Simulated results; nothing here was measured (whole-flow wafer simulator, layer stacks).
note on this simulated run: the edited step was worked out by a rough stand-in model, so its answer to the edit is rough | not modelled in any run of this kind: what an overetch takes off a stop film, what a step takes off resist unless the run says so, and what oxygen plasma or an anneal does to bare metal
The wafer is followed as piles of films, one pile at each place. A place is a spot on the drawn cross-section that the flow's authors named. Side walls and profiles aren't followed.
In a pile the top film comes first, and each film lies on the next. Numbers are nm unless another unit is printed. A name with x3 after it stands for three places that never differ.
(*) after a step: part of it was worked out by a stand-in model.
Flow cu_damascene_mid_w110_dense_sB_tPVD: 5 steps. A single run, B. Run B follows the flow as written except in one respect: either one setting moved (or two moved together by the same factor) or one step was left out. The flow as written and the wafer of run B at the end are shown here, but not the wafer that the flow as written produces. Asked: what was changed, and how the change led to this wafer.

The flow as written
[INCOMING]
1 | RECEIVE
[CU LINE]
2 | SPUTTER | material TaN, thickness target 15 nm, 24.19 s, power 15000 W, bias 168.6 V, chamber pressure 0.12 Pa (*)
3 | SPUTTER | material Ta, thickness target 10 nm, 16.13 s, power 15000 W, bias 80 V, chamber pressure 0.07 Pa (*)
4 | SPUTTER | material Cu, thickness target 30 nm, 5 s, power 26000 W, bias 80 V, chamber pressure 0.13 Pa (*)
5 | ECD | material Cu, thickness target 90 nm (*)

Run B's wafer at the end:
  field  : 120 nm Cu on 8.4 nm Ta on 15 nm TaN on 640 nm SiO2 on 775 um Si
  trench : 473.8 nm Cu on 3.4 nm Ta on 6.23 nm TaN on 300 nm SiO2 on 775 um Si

The reason: step 3, SPUTTER: thickness target 8.4 nm was run, whereas the flow has thickness target 10 nm; step 3, SPUTTER: 13.47 s was run, where the flow has 16.13 s.
The wafer itself shows it: field has Ta 8.4, and step 3 as written asks for 10 nm.

Step by step, how the change led to this:
  3 | SPUTTER | material Ta, thickness target 10 nm, 16.13 s, power 15000 W, bias 80 V, chamber pressure 0.07 Pa (*)
      field: +8.4 Ta (new film) (as written it would have been: +10 Ta (new film))
      trench: +3.4 Ta (new film) (as written it would have been: +4.05 Ta (new film))
